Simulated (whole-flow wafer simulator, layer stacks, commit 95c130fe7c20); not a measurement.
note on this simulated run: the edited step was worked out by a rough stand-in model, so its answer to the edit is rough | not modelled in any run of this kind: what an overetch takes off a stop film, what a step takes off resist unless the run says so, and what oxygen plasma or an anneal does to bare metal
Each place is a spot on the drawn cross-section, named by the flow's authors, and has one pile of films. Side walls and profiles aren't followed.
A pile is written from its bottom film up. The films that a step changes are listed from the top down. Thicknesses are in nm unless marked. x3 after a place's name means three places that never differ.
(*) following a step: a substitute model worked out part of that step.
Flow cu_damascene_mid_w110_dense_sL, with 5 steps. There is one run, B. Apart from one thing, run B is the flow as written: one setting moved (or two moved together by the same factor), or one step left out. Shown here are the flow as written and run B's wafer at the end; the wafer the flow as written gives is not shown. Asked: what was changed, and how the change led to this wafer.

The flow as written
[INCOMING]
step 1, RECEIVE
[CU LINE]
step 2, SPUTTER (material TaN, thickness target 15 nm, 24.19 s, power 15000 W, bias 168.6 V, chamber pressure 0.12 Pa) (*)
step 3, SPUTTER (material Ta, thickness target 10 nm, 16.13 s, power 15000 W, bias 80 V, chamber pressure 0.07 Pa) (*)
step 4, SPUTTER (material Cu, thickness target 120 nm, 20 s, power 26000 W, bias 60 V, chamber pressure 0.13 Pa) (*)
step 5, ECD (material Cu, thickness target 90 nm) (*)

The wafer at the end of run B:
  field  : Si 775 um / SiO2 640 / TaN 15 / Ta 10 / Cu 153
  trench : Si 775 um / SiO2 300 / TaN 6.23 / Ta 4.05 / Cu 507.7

The reason: step 4, SPUTTER: thickness target 63 nm was run, though the flow has thickness target 120 nm; step 4, SPUTTER: 10.5 s was run, where the flow has 20 s.

Step by step, how the change led to this:
  step 4, SPUTTER (material Cu, thickness target 120 nm, 20 s, power 26000 W, bias 60 V, chamber pressure 0.13 Pa) (*)
      field: +63 Cu (new film) (as written it would have been: +120 Cu (new film))
      trench: +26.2 Cu (new film) (as written it would have been: +49.9 Cu (new film))
  step 5, ECD (material Cu, thickness target 90 nm) (*)
      trench: +481.5 Cu (as written it would have been: +514.8 Cu)
